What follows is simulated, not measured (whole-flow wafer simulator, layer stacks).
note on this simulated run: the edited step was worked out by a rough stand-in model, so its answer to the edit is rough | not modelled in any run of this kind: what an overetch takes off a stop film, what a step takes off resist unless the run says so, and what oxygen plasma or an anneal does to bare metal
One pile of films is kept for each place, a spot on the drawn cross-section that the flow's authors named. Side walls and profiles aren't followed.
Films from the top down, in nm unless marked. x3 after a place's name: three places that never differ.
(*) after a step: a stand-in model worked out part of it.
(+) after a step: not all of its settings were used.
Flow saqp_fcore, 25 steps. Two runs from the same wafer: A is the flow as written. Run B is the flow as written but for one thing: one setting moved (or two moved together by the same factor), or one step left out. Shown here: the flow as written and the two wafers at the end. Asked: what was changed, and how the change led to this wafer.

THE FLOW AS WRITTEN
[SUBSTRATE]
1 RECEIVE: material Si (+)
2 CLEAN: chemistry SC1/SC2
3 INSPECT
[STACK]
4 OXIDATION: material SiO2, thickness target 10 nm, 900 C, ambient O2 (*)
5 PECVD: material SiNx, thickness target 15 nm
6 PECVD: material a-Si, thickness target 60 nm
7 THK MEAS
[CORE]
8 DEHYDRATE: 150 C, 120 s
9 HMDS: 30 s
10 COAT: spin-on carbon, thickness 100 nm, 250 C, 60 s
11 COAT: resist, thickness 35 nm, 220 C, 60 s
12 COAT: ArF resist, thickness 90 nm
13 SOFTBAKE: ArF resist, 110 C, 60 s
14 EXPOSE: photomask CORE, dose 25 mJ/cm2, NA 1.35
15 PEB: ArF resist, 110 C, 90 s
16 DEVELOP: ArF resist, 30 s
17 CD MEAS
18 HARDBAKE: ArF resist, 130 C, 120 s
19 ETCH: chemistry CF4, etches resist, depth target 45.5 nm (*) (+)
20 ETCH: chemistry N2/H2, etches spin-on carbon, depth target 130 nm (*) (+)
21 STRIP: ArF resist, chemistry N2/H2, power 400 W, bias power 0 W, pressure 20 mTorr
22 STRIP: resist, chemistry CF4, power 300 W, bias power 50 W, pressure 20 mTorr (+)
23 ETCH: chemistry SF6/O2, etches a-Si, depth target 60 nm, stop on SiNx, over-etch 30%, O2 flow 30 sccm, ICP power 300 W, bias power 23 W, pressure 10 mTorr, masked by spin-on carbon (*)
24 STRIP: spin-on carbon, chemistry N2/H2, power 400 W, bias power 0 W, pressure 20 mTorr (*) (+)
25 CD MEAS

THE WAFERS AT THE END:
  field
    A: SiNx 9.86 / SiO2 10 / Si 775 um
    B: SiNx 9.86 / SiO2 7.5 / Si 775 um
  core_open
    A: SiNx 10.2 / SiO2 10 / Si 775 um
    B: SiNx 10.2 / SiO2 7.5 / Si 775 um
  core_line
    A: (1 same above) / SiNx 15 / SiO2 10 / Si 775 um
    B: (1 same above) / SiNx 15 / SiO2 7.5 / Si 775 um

The cause: step 4, OXIDATION: thickness target 7.5 nm was run, where the flow has thickness target 10 nm.
It can be read off the wafer: field has SiO2 7.5, and step 4 as written asks for 10 nm.

How the change led to this, step by step:
  4 OXIDATION: material SiO2, thickness target 10 nm, 900 C, ambient O2 (*)
      field, core_open, core_line: A SiO2 +10 (new film), chemical SiO2 -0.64 (all of it), Si -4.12 | B SiO2 +7.5 (new film), chemical SiO2 -0.64 (all of it), Si -3.02
